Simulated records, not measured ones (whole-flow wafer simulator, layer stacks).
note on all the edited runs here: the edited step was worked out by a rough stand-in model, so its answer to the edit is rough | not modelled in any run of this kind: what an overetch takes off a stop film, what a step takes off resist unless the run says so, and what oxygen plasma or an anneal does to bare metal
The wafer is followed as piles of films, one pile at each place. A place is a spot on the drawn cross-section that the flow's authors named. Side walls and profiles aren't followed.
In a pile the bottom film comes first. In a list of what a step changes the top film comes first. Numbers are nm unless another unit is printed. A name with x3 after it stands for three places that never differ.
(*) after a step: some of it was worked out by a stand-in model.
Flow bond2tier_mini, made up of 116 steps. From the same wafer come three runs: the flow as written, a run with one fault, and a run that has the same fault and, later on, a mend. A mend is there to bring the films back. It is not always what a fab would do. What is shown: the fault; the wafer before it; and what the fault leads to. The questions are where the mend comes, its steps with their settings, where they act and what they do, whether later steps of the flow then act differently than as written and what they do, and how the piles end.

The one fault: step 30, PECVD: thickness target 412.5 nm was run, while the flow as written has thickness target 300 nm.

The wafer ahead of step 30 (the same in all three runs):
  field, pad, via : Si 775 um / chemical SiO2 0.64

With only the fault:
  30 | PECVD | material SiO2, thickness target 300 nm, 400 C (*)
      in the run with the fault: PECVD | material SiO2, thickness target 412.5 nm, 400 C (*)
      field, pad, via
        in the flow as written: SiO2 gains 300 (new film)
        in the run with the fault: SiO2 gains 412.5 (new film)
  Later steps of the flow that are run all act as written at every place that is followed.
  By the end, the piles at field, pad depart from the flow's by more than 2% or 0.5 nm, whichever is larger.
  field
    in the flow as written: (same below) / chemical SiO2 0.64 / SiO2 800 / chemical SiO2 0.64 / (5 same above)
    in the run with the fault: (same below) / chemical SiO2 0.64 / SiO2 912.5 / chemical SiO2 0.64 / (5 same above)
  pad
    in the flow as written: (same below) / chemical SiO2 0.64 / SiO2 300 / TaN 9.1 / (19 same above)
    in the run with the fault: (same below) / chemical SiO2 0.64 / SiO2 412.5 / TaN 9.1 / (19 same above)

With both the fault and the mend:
  The mend follows step 30.
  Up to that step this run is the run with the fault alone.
  30a | ETCH | chemistry CHF3/CF4-rie, etches SiO2, depth target 112.5 nm (a further turn of the flow's step 9, with different settings)
      field, pad, via
        SiO2 loses 112.5
  Later steps of the flow that are run all act as written at every place that is followed.
  At every place that both follow, the piles at the end match the flow's.
